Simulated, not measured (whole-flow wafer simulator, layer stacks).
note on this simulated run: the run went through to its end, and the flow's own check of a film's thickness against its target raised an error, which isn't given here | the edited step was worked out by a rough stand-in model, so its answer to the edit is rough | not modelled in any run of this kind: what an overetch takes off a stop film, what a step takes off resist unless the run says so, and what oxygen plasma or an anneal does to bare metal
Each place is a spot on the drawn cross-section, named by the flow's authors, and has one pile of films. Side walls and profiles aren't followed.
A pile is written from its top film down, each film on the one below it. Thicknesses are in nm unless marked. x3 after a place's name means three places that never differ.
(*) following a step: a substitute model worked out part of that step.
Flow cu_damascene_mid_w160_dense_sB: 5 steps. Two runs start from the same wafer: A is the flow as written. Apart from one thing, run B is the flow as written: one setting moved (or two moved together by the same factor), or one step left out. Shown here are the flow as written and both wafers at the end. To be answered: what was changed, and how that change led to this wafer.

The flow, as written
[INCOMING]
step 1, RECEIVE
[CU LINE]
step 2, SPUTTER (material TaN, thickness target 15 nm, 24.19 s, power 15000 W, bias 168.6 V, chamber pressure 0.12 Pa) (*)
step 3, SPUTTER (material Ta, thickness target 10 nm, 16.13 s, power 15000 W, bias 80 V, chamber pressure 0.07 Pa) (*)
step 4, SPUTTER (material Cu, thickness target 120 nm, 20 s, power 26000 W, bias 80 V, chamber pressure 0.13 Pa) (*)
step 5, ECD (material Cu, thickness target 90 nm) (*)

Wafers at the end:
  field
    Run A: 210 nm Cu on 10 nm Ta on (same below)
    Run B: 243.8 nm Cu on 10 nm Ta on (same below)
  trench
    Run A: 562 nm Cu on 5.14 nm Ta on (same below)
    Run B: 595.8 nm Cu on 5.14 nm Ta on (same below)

Cause: step 5, ECD: thickness target 123.8 nm was run, while the flow as written has thickness target 90 nm.

How this came from the change, step by step:
  step 5, ECD (material Cu, thickness target 90 nm) (*)
      field: A Cu gains 90 | B Cu gains 123.8
      trench: A Cu gains 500 | B Cu gains 533.8
